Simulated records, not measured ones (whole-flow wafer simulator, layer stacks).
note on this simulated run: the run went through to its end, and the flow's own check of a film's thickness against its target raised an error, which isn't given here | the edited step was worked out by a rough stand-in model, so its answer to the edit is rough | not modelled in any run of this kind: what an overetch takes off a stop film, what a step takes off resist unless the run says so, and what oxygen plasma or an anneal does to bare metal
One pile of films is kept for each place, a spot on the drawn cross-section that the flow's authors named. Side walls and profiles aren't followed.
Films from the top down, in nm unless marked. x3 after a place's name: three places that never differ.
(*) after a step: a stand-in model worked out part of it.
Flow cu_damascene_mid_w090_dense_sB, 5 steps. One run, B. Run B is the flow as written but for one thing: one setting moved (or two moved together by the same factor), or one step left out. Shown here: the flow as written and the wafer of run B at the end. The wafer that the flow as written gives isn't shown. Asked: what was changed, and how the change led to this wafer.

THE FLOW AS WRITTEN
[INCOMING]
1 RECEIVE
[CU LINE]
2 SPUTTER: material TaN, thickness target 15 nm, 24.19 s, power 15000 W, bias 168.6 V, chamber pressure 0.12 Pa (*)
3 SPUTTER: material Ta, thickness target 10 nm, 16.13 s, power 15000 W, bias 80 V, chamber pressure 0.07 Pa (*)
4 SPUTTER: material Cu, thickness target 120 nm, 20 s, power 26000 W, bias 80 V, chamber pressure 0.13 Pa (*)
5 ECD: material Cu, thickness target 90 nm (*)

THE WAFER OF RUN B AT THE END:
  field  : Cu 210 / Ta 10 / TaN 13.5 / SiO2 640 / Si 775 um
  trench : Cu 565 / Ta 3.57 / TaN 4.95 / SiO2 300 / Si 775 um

The cause: step 2, SPUTTER: power 13480 W was run, where the flow has power 15000 W.

How the change led to this, step by step:
  2 SPUTTER: material TaN, thickness target 15 nm, 24.19 s, power 15000 W, bias 168.6 V, chamber pressure 0.12 Pa (*)
      field: TaN +13.5 (new film) (as written it would be: TaN +15 (new film))
      trench: TaN +4.95 (new film) (as written it would be: TaN +5.51 (new film))
